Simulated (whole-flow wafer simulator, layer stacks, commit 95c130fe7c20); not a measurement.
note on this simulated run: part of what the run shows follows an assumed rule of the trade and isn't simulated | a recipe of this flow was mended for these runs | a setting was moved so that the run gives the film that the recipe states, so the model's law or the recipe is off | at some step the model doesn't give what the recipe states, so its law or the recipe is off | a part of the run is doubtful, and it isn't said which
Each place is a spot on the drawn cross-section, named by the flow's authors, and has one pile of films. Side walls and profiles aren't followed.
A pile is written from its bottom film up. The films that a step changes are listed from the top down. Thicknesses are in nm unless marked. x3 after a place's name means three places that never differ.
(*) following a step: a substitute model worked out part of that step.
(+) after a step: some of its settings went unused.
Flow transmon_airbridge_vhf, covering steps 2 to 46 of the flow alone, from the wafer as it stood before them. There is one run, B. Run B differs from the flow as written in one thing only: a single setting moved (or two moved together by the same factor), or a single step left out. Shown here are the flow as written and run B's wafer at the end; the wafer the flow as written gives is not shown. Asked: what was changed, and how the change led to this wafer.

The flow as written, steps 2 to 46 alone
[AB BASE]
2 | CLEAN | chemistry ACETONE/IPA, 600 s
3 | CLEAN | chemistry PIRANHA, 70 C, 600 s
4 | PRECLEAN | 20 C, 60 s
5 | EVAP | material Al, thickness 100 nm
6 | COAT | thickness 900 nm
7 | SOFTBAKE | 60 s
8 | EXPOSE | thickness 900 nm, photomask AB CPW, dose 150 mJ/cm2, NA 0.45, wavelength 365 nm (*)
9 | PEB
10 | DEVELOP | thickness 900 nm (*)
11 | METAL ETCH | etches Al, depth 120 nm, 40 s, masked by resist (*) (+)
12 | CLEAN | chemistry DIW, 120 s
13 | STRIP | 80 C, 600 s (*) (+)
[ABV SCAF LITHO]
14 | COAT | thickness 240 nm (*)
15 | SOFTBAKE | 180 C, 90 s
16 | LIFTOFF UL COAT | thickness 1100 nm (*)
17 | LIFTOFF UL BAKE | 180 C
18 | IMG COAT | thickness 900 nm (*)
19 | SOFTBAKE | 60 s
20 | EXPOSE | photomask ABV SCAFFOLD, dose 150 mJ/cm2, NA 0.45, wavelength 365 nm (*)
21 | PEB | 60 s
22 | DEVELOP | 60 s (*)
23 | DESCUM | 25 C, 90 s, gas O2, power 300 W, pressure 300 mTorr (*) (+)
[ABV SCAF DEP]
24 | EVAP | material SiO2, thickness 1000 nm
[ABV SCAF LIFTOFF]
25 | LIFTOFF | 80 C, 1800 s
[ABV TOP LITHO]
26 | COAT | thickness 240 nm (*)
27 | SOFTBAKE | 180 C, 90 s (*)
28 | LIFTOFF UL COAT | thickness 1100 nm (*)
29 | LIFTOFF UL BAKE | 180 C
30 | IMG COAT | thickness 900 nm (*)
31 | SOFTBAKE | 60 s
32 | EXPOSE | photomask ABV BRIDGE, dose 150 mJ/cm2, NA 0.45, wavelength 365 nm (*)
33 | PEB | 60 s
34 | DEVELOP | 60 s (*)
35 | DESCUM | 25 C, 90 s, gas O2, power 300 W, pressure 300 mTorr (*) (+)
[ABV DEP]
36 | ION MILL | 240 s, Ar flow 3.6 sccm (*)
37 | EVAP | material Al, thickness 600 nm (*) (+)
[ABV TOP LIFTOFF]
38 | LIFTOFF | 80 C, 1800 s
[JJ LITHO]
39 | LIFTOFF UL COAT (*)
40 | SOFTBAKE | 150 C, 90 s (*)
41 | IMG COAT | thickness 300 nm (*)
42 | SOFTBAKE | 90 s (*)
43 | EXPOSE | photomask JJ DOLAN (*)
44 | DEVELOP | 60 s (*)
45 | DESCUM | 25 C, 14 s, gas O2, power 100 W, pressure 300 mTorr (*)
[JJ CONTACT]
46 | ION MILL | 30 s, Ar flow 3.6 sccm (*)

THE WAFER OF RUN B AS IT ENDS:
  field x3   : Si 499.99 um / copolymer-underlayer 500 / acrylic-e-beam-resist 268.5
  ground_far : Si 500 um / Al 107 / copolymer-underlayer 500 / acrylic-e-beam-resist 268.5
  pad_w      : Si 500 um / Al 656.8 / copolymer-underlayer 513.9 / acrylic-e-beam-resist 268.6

Cause: step 5, EVAP: thickness 107 nm was run, while the flow as written has thickness 100 nm.
The wafer lets one read it off: ground_far has Al 107, and step 5 as written asks for 100 nm.

The path from the change to this, step by step:
  5 | EVAP | material Al, thickness 100 nm
      field x3, jj_line, ground_far and 12 more: +107 Al (new film) (it would be, as written: +100 Al (new film))
  11 | METAL ETCH | etches Al, depth 120 nm, 40 s, masked by resist (*) (+)
      field x3, jj_line, gap_w, gap_e: -93.7 Al (all of it), -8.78 Si (it would be, as written: -86.7 Al (all of it), -11.1 Si)
